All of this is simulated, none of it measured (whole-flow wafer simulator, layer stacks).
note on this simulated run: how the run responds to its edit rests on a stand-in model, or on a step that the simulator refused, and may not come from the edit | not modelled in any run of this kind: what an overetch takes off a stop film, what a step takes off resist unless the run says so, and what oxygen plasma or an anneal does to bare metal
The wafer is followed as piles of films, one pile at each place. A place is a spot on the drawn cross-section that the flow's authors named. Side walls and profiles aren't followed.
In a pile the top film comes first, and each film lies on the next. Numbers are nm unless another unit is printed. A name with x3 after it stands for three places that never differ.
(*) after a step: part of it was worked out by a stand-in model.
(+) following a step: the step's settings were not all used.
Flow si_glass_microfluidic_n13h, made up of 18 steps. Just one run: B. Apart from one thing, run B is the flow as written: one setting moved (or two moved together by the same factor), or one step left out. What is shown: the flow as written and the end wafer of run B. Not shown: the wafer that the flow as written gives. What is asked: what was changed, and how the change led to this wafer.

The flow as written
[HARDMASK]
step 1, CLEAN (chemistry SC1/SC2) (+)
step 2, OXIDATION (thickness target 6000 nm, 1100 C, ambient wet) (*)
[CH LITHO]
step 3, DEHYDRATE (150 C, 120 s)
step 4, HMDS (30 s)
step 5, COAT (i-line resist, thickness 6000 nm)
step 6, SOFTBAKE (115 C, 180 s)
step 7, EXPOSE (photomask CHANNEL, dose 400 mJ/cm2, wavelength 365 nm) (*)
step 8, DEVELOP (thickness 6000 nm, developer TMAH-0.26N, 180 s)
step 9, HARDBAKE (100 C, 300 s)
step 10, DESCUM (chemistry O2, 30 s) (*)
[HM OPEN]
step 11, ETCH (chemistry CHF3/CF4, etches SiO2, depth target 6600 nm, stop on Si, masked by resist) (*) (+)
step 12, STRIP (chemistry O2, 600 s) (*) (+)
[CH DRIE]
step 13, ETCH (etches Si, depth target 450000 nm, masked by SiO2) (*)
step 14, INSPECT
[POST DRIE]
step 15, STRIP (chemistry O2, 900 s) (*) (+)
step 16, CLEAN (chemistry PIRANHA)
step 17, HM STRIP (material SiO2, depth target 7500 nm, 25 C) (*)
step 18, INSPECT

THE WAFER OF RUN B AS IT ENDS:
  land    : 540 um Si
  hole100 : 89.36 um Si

Cause: step 2, OXIDATION: thickness target 6000 nm, 1100 C, ambient wet (*), was skipped.

Step by step, how the change led to this:
  step 11, ETCH (chemistry CHF3/CF4, etches SiO2, depth target 6600 nm, stop on Si, masked by resist) (*) (+)
      hole100: chemical SiO2 loses 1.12 (all of it) (as written it would have been: SiO2 loses 6000 (all of it))
  step 12, STRIP (chemistry O2, 600 s) (*) (+)
      land: i-line resist loses 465 (all of it), chemical SiO2 gains 2.05, Si loses 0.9 (as written it would have been: i-line resist loses 465 (all of it))
  step 13, ETCH (etches Si, depth target 450000 nm, masked by SiO2) (*)
      land: chemical SiO2 loses 2.69 (all of it) (as written it would have been: SiO2 loses 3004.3)
  step 15, STRIP (chemistry O2, 900 s) (*) (+)
      land: chemical SiO2 gains 2.69 (new film), Si loses 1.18 (as written it would have been: nothing)
  step 17, HM STRIP (material SiO2, depth target 7500 nm, 25 C) (*)
      land: chemical SiO2 loses 2.69 (all of it) (as written it would have been: SiO2 loses 2995.7 (all of it))
